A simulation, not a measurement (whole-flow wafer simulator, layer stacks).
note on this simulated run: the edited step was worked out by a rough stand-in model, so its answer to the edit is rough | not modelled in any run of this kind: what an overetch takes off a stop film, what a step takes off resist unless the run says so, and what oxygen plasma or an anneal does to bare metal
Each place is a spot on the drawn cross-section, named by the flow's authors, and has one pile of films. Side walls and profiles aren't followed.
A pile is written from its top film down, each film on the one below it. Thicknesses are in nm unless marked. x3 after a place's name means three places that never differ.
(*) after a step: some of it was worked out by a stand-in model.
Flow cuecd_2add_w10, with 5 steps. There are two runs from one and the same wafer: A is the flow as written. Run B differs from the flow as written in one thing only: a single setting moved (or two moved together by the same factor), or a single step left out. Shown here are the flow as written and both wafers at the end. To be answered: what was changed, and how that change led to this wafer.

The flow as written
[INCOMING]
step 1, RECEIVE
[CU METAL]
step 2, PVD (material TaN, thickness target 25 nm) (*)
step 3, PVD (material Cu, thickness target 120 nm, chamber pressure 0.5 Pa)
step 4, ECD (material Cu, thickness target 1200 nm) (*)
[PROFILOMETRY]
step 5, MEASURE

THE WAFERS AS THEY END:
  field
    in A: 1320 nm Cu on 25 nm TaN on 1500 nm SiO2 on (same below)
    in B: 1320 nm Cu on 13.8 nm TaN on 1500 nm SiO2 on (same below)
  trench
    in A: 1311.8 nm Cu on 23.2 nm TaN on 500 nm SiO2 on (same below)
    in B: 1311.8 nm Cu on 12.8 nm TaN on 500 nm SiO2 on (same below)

The reason: step 2, PVD: thickness target 13.8 nm was run, though the flow has thickness target 25 nm.
The wafer lets one read it off: field has TaN 13.8, and step 2 as written asks for 25 nm.

Step by step, how the change led to this:
  step 2, PVD (material TaN, thickness target 25 nm) (*)
      field: A TaN gains 25 (new film) | B TaN gains 13.8 (new film)
      trench: A TaN gains 23.2 (new film) | B TaN gains 12.8 (new film)
